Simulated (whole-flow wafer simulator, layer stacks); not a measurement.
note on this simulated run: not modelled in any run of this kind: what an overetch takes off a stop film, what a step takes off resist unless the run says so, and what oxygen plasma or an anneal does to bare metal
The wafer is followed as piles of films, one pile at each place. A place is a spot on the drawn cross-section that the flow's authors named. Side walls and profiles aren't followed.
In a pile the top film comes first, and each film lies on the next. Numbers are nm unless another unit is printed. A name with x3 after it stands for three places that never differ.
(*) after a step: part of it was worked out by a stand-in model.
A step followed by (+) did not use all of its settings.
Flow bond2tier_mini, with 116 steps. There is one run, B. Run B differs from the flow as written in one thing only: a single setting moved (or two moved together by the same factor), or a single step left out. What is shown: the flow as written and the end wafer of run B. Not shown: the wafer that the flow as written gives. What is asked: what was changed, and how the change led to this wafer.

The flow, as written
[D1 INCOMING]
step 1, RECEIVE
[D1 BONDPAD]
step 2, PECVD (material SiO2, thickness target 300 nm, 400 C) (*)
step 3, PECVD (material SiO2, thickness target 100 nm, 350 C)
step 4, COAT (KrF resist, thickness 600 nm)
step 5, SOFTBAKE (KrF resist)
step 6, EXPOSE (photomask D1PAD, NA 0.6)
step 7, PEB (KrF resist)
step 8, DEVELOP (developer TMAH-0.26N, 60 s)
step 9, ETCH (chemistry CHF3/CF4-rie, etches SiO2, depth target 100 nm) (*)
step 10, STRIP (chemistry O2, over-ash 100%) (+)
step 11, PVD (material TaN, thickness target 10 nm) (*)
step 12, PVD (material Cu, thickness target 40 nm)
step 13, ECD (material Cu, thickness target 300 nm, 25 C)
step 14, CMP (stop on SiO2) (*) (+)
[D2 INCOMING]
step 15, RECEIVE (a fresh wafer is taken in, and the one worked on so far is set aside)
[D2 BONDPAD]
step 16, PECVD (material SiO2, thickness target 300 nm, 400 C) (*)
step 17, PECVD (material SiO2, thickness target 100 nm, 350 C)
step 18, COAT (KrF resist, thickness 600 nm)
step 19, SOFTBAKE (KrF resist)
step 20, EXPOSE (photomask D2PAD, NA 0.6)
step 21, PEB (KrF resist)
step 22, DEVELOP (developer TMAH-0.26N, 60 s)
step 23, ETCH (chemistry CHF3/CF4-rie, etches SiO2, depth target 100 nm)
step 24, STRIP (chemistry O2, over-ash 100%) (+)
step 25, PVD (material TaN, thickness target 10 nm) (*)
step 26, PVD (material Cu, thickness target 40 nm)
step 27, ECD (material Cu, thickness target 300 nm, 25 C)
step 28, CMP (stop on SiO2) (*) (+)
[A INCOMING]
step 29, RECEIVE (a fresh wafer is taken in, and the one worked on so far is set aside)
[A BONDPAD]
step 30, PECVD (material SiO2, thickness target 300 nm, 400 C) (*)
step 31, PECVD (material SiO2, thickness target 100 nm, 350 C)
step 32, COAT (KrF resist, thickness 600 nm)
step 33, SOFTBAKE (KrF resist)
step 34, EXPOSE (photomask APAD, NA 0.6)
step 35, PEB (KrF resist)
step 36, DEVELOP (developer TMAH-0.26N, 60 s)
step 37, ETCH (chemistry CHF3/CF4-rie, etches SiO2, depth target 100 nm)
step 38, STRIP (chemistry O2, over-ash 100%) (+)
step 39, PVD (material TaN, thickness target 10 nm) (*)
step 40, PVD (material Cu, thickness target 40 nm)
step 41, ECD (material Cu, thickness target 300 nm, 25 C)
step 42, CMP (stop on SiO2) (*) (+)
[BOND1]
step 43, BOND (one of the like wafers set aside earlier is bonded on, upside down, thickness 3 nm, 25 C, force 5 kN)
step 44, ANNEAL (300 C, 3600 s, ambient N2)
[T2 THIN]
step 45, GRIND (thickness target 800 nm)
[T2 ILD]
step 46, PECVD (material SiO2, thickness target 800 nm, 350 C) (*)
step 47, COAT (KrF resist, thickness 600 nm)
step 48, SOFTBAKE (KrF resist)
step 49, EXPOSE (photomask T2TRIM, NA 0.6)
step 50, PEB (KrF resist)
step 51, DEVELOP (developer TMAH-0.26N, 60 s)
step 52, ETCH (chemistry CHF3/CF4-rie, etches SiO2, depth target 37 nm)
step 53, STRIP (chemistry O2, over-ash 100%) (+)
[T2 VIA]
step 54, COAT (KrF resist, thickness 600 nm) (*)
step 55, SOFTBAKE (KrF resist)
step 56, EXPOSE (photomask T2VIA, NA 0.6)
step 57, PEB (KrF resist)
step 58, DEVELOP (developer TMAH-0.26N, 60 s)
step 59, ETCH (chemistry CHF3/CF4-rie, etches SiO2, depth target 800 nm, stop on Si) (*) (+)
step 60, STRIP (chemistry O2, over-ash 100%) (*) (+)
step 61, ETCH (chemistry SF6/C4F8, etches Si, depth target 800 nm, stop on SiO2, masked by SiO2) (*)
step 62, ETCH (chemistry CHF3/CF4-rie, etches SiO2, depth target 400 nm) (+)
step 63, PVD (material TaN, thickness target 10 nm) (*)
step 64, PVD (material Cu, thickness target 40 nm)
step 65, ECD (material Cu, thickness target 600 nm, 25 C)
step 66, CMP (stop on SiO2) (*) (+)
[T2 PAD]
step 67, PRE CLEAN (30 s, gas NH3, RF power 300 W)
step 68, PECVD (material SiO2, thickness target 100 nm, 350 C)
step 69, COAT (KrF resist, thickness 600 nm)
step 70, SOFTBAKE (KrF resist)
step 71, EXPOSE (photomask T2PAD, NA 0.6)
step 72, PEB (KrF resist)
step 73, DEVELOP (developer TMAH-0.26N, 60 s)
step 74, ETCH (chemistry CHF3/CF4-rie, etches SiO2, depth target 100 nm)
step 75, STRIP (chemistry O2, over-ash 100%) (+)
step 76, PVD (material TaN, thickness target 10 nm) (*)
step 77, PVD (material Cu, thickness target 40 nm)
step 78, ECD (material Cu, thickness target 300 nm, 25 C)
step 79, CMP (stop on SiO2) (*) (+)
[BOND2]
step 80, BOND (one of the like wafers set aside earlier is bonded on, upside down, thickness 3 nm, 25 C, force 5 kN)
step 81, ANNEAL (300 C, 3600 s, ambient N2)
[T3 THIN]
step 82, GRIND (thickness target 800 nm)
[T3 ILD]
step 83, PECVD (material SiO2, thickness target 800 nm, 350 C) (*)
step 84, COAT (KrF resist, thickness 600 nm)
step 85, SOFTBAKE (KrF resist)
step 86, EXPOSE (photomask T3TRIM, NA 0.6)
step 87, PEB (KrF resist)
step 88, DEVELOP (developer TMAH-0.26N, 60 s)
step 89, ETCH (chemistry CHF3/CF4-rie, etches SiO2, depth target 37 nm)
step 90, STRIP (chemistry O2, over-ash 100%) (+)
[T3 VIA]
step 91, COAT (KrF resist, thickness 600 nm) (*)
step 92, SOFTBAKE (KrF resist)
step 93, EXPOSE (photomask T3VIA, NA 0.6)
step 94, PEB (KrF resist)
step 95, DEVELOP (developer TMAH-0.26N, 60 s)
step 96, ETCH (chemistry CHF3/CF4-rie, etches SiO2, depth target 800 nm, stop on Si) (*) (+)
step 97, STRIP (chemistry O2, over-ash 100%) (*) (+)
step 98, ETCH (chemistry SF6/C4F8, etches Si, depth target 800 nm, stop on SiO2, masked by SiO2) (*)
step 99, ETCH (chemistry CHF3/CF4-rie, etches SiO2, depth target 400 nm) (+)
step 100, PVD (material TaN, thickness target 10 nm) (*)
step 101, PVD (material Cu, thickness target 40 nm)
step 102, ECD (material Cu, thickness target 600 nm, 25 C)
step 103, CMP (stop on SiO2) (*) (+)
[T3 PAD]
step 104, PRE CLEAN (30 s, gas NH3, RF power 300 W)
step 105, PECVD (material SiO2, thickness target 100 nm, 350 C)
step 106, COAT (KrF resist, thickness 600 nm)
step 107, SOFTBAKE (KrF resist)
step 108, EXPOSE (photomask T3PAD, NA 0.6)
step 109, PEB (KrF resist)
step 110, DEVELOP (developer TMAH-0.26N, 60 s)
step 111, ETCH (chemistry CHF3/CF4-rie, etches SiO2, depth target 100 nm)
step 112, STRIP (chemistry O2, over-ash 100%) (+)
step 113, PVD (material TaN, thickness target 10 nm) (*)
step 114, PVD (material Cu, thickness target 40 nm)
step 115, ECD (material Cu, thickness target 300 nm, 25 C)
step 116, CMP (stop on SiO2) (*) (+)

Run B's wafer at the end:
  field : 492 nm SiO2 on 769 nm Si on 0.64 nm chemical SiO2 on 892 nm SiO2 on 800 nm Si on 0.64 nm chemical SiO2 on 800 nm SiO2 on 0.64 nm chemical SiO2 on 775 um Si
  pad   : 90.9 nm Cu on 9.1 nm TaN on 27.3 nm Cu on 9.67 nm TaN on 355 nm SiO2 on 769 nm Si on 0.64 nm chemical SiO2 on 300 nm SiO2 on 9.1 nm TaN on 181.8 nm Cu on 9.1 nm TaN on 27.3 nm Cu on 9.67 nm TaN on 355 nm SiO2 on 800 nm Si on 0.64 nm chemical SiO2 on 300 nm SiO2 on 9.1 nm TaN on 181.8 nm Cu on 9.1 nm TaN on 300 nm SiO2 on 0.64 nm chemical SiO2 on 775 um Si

Cause: step 82, GRIND: thickness target 769 nm was run, whereas the flow has thickness target 800 nm.
One can read it off the wafer: field has Si 769, and step 82 as written asks for 800 nm.

The path from the change to this, step by step:
  step 82, GRIND (thickness target 800 nm)
      field, pad: Si loses 774.23 um (in the flow as written it would be: Si loses 774.2 um)
